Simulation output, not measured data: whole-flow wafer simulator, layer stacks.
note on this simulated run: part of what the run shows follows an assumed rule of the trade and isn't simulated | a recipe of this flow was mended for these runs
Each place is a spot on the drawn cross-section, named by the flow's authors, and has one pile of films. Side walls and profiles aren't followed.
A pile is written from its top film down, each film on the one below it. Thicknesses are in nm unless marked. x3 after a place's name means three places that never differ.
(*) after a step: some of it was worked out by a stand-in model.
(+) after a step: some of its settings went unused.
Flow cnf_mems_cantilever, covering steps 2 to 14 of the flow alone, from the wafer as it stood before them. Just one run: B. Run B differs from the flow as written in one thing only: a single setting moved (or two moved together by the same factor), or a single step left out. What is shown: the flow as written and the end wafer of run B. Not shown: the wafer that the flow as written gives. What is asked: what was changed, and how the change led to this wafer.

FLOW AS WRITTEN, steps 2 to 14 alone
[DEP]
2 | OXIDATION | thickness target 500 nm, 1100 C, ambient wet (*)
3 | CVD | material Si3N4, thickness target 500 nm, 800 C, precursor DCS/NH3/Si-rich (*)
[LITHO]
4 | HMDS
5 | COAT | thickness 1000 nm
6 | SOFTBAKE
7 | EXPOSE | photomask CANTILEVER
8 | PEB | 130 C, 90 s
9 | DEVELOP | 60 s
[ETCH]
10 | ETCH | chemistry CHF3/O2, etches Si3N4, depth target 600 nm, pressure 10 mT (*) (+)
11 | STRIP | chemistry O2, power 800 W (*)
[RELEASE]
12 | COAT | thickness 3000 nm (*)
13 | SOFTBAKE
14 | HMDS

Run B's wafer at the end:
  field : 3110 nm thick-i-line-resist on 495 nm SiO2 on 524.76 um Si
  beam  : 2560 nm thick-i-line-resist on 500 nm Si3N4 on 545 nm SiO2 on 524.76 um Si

Cause: step 2, OXIDATION: 1123 C was run, though the flow has 1100 C.

How this came from the change, step by step:
  2 | OXIDATION | thickness target 500 nm, 1100 C, ambient wet (*)
      field, beam: +545 SiO2 (new film), -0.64 chemical SiO2 (all of it), -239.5 Si (in the flow as written it would be: +500 SiO2 (new film), -0.64 chemical SiO2 (all of it), -219.7 Si)
